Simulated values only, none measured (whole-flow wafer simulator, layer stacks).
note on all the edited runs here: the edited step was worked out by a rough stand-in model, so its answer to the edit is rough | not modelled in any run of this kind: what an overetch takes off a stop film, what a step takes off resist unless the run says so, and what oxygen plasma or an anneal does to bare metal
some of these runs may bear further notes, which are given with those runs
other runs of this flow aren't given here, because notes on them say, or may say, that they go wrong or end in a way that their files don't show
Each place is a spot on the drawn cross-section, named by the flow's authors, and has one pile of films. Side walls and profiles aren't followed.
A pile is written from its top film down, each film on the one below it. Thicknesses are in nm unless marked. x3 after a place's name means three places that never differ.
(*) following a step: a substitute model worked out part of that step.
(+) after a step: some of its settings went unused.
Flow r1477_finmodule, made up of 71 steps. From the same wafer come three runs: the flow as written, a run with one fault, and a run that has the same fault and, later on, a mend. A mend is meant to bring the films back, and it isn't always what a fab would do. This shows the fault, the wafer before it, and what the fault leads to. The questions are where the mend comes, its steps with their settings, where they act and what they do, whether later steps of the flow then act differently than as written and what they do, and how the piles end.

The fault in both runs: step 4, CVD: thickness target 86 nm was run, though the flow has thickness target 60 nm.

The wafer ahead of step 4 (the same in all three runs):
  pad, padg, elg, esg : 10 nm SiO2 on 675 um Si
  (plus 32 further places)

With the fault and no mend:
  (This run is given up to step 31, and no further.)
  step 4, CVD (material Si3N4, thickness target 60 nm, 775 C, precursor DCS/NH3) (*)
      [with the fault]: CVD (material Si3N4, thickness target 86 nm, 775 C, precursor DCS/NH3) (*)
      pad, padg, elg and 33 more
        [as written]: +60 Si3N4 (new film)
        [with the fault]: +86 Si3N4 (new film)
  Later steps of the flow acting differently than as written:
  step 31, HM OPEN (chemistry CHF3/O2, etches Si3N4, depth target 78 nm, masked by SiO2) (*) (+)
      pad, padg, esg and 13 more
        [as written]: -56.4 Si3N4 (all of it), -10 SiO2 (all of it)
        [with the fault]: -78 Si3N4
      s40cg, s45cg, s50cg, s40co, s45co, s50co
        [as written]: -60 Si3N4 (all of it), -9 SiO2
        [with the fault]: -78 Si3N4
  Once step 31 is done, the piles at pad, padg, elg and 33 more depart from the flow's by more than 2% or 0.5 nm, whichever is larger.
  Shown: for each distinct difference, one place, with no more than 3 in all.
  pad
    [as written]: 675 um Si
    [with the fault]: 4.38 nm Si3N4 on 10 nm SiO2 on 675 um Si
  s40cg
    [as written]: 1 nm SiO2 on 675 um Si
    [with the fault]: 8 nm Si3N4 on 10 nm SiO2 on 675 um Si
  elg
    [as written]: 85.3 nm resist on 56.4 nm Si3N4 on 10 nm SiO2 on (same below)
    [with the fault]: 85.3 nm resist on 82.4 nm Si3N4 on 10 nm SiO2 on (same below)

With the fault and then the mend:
  The mend stands after step 5.
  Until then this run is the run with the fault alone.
  step 5a, ETCH (chemistry h3po4, depth target 98.9 nm)
      pad, padg, elg and 33 more
        -86 Si3N4 (all of it)
  step 5b, CLEAN (chemistry SC1/SC2) (the flow's step 2 again)
      alters no film at any place that is followed
  step 5c, CVD (material Si3N4, thickness target 60 nm, 775 C, precursor DCS/NH3) (*) (the flow's step 4 again)
      pad, padg, elg and 33 more
        +60 Si3N4 (new film)
  None of the later steps of the flow acts differently than as written at any place that is followed.
  By the end, the piles equal the flow's at every place that both follow.
